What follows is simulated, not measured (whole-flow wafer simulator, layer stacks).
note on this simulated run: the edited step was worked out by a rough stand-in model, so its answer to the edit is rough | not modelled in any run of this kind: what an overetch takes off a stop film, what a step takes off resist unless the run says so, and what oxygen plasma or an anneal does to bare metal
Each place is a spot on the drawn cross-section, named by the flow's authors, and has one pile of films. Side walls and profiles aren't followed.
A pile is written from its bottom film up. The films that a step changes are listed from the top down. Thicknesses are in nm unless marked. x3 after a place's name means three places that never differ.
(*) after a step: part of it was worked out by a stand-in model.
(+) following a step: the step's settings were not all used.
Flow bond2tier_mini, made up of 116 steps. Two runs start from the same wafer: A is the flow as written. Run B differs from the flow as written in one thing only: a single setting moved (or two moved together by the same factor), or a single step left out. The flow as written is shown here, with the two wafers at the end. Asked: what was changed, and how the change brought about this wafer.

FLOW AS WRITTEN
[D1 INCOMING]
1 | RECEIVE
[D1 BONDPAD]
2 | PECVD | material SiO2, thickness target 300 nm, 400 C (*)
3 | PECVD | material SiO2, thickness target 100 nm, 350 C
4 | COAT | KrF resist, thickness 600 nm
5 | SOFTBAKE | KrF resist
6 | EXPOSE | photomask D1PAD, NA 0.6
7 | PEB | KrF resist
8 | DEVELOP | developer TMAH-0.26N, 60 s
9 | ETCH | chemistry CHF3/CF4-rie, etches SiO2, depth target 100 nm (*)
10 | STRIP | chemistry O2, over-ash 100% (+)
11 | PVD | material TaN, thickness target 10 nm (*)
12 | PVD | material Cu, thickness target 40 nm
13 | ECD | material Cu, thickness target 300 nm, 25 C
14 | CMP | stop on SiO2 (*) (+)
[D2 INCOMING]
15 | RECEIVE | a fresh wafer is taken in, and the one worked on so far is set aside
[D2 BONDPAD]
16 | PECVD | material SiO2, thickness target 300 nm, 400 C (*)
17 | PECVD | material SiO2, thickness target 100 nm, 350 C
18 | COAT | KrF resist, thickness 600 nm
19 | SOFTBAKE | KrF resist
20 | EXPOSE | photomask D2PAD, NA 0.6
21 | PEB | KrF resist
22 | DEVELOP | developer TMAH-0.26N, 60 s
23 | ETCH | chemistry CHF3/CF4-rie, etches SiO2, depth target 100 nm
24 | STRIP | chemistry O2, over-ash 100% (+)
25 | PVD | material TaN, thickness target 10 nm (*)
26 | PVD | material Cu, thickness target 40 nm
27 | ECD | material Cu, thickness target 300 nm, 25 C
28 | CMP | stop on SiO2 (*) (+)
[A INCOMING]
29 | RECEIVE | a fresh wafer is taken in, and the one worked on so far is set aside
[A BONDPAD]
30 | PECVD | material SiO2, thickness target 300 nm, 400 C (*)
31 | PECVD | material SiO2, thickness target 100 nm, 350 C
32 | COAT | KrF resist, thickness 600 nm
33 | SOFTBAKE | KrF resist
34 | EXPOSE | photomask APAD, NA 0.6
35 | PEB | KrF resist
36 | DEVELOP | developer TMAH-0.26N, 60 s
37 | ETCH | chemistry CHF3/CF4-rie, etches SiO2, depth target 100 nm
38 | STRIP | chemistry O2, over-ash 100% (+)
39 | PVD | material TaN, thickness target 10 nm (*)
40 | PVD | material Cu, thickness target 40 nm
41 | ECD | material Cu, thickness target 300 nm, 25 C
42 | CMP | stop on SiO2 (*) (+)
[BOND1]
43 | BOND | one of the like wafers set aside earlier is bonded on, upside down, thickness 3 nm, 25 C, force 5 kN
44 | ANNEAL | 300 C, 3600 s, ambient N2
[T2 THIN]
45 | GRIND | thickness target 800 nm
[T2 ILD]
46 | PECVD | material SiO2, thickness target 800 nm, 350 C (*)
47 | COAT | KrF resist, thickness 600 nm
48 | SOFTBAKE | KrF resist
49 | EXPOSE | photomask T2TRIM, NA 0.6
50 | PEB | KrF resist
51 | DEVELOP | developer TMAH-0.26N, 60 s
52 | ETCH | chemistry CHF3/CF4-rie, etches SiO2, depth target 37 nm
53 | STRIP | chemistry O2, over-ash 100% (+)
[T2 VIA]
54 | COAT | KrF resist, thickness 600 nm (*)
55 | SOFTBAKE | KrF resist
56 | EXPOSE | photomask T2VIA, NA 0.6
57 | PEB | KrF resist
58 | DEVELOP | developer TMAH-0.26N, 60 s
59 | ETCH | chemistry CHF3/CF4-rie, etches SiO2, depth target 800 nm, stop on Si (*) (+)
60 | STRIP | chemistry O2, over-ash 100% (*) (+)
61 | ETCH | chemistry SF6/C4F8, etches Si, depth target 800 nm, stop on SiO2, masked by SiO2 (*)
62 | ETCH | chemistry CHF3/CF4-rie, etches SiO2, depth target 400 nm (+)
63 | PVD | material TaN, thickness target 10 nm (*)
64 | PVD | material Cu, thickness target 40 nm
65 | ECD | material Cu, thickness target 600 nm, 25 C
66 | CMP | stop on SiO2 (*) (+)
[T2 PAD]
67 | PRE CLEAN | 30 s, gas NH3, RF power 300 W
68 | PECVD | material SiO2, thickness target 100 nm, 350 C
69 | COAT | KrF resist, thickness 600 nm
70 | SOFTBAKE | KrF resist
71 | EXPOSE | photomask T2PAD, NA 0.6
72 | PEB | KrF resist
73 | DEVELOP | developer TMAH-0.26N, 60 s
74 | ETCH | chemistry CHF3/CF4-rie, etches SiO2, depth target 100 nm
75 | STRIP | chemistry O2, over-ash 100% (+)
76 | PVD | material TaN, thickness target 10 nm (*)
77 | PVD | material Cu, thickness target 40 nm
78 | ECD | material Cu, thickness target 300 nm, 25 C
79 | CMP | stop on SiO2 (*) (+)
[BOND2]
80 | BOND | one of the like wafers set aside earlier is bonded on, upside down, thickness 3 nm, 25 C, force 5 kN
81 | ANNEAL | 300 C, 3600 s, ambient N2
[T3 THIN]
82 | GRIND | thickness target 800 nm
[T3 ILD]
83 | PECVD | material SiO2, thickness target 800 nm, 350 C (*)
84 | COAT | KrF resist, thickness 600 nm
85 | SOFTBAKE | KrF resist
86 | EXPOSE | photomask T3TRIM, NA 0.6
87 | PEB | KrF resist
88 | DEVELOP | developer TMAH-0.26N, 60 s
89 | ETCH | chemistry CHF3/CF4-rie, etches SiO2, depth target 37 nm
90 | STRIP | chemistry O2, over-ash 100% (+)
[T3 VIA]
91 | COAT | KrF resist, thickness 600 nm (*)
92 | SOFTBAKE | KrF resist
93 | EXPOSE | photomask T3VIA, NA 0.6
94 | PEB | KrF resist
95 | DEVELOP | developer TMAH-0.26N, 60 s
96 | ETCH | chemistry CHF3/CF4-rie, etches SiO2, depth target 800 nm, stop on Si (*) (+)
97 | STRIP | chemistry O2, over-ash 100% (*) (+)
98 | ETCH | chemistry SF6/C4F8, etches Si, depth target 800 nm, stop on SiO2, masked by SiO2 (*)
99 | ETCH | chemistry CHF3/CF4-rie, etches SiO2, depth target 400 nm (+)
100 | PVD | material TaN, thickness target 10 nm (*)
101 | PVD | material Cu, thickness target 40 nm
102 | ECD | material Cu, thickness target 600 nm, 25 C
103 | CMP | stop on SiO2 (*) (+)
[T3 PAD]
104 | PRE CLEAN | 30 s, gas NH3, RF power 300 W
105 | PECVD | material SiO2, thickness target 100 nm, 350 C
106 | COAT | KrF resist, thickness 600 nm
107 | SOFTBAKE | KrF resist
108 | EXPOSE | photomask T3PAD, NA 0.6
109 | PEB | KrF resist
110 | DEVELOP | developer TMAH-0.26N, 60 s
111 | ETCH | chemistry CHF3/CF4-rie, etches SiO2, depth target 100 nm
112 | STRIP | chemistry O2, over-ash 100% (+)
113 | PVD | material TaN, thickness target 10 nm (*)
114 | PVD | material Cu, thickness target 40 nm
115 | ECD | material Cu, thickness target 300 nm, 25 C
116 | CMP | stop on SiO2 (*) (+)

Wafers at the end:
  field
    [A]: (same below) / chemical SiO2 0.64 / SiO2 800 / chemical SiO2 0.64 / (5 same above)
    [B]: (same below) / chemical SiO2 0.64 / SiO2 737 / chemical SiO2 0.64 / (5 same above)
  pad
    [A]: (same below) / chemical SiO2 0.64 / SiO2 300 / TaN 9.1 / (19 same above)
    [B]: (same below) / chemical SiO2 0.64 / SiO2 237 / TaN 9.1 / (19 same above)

What caused this: step 30, PECVD: thickness target 237 nm was run, while the flow as written has thickness target 300 nm.
One can read it off the wafer: pad has SiO2 237, and step 30 as written asks for 300 nm.

How this came from the change, step by step:
  30 | PECVD | material SiO2, thickness target 300 nm, 400 C (*)
      field, pad, via: A SiO2 gains 300 (new film) | B SiO2 gains 237 (new film)
